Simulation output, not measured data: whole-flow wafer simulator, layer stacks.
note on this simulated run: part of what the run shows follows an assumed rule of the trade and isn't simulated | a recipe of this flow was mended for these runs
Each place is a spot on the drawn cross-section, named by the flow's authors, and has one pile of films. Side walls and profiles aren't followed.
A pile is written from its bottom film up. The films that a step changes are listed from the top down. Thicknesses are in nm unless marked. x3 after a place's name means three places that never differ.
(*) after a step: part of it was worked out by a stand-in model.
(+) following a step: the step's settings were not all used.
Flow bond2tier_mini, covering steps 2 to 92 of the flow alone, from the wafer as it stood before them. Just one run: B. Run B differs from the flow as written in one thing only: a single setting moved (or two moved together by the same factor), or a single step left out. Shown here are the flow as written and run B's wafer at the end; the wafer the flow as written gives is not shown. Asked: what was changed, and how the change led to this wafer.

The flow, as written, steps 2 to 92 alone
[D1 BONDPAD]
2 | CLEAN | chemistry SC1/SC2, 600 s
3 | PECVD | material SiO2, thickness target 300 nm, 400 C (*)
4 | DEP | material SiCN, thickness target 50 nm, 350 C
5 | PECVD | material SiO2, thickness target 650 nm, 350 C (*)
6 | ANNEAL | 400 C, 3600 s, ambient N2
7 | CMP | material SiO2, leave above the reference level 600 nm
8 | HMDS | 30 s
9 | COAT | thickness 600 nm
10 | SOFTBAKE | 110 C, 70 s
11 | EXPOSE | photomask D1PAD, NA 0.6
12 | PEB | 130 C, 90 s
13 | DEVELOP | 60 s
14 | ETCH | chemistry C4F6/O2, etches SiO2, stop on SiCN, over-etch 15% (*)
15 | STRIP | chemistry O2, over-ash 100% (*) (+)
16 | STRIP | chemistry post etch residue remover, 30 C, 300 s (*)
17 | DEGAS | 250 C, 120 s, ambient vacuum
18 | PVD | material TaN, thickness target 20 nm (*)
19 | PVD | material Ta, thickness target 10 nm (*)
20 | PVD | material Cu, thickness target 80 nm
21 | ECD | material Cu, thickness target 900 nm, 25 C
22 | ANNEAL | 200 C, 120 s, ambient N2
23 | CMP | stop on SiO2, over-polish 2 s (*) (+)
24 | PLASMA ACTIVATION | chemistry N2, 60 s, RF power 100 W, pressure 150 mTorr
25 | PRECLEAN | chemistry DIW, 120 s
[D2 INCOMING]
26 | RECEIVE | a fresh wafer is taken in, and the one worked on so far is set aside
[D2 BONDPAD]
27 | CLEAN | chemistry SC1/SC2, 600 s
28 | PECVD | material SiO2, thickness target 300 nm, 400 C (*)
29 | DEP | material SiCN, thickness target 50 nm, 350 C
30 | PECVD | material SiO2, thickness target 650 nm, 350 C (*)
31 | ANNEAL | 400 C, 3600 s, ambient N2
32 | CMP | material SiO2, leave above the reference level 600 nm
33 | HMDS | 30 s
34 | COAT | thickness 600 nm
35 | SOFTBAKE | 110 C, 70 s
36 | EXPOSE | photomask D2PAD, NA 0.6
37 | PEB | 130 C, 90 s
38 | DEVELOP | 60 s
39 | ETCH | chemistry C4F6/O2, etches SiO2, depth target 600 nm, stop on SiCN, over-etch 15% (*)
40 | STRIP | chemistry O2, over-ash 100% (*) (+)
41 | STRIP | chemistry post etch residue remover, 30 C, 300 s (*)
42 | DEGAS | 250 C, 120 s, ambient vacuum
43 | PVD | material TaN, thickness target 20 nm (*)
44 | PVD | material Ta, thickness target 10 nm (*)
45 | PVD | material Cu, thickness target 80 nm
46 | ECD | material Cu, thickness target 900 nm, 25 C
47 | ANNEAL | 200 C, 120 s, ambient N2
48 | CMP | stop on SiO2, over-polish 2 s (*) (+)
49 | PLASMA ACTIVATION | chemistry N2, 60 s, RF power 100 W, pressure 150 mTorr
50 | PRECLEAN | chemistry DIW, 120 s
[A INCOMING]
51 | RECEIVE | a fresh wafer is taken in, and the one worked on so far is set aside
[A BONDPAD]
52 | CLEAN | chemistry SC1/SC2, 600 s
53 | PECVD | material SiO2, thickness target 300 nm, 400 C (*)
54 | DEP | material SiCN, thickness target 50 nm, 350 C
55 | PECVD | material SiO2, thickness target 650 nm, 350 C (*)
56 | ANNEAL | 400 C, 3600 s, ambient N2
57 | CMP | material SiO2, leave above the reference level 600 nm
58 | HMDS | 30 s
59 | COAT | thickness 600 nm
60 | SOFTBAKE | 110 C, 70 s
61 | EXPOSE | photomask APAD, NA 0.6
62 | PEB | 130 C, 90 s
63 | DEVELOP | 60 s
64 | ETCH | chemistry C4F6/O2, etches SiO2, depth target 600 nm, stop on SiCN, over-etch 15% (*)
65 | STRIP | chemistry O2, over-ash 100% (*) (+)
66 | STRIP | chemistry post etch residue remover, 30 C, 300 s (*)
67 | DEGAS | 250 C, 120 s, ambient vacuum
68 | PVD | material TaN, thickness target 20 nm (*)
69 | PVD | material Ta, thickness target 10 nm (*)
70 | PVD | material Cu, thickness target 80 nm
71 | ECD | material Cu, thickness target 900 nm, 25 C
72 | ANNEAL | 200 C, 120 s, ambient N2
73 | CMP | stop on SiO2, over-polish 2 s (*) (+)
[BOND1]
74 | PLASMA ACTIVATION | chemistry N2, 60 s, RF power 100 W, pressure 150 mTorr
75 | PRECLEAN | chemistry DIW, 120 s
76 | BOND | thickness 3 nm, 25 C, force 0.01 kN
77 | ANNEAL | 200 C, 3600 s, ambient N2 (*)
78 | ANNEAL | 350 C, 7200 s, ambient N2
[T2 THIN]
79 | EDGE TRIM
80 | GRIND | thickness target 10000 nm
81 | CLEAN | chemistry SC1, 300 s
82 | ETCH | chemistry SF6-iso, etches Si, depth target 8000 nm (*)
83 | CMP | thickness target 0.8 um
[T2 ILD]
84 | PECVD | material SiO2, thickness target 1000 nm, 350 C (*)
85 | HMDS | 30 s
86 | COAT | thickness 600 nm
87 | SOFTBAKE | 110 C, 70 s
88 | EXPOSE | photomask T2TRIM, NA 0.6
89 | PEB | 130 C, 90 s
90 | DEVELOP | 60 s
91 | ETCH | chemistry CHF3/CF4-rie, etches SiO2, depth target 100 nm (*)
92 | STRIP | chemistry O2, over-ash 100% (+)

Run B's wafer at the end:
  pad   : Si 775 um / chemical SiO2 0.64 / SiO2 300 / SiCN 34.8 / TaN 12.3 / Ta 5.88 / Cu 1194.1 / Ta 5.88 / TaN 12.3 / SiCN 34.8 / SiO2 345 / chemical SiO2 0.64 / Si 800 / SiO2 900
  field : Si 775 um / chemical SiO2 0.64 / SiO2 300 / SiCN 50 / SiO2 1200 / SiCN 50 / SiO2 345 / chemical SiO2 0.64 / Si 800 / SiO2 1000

The reason: step 3, PECVD: thickness target 345 nm was run, whereas the flow has thickness target 300 nm.
One can read it off the wafer: pad has SiO2 345, and step 3 as written asks for 300 nm.

Step by step, how the change led to this:
  3 | PECVD | material SiO2, thickness target 300 nm, 400 C (*)
      field, pad, via: +345 SiO2 (new film) (it would be, as written: +300 SiO2 (new film))
  76 | BOND | thickness 3 nm, 25 C, force 0.01 kN
      field: +775 um Si (new film), +0.64 chemical SiO2 (new film), +345 SiO2 (new film), +50 SiCN (new film), +600 SiO2 (it would be, as written: +775 um Si (new film), +0.64 chemical SiO2 (new film), +300 SiO2 (new film), +50 SiCN (new film), +600 SiO2)
      pad: +775 um Si (new film), +0.64 chemical SiO2 (new film), +345 SiO2 (new film), +34.8 SiCN (new film), +12.3 TaN (new film), +5.88 Ta (new film), +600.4 Cu (it would be, as written: +775 um Si (new film), +0.64 chemical SiO2 (new film), +300 SiO2 (new film), +34.8 SiCN (new film), +12.3 TaN (new film), +5.88 Ta (new film), +600.4 Cu)
      (and at 1 other place as well)
